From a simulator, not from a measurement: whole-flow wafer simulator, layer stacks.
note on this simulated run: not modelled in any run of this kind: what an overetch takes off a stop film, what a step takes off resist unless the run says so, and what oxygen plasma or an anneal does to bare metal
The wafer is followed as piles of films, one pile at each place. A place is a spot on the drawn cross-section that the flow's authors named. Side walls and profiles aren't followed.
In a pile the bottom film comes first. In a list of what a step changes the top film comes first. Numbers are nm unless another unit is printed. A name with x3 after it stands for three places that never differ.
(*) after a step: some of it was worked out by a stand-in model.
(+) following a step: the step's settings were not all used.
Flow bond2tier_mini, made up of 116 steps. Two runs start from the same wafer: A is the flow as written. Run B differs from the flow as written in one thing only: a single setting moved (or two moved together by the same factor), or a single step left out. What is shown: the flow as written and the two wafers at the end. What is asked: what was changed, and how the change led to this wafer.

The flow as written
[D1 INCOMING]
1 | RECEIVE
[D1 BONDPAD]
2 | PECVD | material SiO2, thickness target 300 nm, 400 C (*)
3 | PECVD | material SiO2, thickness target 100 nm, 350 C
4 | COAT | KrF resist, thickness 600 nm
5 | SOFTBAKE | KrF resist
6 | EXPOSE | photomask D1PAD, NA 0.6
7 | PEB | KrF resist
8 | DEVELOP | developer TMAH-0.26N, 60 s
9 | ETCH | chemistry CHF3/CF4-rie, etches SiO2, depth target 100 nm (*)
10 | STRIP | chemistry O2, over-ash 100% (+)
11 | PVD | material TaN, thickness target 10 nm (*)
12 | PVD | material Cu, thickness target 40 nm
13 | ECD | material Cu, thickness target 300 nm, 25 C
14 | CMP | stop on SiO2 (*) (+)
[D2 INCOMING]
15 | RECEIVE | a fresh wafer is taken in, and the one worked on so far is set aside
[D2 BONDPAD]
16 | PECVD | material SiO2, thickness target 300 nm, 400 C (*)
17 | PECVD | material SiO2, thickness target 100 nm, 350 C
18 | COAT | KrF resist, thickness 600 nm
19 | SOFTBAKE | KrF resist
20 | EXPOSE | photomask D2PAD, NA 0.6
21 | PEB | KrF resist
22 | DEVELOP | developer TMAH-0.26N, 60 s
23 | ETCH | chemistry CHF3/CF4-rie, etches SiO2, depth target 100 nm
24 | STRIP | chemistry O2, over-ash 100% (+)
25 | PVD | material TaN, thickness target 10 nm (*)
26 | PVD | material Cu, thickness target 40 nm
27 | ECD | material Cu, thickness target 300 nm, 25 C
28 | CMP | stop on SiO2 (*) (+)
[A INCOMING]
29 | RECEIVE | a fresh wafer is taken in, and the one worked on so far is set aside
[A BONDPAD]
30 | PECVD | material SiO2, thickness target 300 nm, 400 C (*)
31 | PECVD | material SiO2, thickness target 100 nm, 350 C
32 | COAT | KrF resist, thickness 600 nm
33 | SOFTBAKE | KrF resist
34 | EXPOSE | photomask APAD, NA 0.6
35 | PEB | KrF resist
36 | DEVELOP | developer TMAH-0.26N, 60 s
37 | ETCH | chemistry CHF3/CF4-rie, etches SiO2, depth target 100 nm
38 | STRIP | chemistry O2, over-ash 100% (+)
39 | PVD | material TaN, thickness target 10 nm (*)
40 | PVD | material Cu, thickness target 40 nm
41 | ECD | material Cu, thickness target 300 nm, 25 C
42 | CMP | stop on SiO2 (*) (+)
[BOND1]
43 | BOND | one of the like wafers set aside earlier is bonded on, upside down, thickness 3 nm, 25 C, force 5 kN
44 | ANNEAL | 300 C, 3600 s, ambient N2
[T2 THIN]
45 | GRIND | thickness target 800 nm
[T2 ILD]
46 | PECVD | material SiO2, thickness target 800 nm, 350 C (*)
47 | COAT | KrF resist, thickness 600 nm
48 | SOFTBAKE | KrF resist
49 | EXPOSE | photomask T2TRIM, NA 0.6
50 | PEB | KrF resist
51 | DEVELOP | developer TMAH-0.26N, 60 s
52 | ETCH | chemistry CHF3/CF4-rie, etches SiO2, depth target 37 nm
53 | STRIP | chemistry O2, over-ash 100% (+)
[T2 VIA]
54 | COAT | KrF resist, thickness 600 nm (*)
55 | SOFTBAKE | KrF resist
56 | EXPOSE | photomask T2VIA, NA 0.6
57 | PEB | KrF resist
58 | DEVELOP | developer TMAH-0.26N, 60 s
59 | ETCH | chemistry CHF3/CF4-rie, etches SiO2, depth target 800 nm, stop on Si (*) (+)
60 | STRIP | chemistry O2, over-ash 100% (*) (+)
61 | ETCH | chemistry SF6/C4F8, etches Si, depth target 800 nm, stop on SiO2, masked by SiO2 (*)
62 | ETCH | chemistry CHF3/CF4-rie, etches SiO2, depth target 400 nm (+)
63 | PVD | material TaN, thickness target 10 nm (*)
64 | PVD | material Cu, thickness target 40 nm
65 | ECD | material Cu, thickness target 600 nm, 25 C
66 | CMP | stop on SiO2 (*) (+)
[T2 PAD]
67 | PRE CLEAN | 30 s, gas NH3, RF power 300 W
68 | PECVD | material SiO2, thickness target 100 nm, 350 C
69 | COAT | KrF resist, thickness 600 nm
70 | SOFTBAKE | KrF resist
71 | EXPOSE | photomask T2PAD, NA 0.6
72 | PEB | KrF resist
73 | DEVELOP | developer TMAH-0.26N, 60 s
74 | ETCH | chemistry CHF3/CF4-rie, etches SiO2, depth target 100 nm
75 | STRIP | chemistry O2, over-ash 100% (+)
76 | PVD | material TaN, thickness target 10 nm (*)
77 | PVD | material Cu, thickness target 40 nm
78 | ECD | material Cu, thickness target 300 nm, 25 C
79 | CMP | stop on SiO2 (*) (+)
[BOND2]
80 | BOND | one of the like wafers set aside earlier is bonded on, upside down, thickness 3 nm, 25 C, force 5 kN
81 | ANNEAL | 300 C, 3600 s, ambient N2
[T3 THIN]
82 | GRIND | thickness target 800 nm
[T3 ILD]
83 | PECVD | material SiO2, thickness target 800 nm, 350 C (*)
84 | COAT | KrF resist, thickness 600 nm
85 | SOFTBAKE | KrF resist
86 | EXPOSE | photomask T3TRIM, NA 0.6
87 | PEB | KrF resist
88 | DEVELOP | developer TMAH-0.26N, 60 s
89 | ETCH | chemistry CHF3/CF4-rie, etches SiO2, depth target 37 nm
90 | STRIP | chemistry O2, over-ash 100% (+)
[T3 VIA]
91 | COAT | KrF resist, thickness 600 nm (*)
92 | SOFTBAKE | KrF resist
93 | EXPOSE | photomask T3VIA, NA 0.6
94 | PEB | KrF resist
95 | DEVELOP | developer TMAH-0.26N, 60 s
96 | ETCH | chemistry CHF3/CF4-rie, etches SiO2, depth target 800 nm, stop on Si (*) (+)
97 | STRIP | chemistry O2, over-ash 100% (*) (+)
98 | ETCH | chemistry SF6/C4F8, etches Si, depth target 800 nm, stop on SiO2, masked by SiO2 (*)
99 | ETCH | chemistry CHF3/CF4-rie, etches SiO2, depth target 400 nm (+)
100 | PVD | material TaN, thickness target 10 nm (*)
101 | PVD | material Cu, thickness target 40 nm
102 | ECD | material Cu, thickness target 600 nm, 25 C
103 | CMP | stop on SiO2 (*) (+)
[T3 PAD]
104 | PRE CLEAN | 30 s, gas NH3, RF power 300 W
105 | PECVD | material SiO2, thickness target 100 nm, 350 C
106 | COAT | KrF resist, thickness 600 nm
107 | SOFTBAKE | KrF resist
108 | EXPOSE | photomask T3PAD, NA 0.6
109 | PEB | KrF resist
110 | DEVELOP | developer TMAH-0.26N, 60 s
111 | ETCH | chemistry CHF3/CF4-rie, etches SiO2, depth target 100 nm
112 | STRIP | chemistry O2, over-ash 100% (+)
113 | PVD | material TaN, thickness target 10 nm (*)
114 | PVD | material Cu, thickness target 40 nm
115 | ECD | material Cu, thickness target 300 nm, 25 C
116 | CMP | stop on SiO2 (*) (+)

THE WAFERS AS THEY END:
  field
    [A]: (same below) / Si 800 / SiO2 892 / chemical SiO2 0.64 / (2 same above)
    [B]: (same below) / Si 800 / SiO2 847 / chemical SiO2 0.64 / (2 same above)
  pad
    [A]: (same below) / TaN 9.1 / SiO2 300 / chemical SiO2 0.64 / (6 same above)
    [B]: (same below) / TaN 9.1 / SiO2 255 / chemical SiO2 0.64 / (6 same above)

The reason: step 17, PECVD: thickness target 55 nm was run, while the flow as written has thickness target 100 nm.

Step by step, how the change led to this:
  17 | PECVD | material SiO2, thickness target 100 nm, 350 C
      field, pad, via: A SiO2 gains 100 | B SiO2 gains 55
  80 | BOND | one of the like wafers set aside earlier is bonded on, upside down, thickness 3 nm, 25 C, force 5 kN
      field: A Si gains 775 um (new film), chemical SiO2 gains 0.64 (new film), SiO2 gains 400 | B Si gains 775 um (new film), chemical SiO2 gains 0.64 (new film), SiO2 gains 355
      pad: A Si gains 775 um (new film), chemical SiO2 gains 0.64 (new film), SiO2 gains 300 (new film), TaN gains 9.1 (new film), Cu gains 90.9 | B Si gains 775 um (new film), chemical SiO2 gains 0.64 (new film), SiO2 gains 255 (new film), TaN gains 9.1 (new film), Cu gains 90.9
